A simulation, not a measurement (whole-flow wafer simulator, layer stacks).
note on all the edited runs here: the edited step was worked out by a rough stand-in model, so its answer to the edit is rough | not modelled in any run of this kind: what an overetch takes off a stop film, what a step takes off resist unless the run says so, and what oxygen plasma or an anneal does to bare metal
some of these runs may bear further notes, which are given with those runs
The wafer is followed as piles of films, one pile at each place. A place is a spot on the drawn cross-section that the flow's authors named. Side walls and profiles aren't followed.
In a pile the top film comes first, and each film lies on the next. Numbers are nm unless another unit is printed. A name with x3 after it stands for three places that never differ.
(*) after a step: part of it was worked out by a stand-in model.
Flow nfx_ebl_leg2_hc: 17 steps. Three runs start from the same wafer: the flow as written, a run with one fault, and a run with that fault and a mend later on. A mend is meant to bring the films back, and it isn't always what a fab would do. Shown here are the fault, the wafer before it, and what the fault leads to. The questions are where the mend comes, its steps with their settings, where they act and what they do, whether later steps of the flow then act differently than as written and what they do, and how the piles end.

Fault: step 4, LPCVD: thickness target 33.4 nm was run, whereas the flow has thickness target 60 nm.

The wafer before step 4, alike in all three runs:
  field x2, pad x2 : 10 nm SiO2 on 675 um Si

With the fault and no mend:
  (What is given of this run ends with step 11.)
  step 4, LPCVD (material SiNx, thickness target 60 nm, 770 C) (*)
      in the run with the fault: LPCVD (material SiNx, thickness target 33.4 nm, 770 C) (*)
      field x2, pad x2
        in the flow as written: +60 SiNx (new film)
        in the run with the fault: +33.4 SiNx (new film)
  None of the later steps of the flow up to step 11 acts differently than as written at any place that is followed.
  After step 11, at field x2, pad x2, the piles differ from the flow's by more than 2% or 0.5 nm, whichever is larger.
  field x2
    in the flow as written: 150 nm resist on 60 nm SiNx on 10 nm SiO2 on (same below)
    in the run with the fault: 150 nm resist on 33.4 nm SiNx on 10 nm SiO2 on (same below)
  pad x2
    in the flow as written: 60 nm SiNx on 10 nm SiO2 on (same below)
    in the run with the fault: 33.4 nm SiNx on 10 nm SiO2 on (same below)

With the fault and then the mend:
  The mend stands after step 5.
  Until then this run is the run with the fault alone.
  step 5a, ETCH (chemistry h3po4, depth target 38.41 nm)
      field x2, pad x2
        -33.4 SiNx (all of it)
  step 5b, CLEAN (chemistry SC1/SC2) (the flow's step 2, run once more)
      alters no film at any place that is followed
  step 5c, LPCVD (material SiNx, thickness target 60 nm, 770 C) (*) (the flow's step 4, run once more)
      field x2, pad x2
        +60 SiNx (new film)
  None of the later steps of the flow acts differently than as written at any place that is followed.
  The piles end the same as the flow's at every place that both follow.
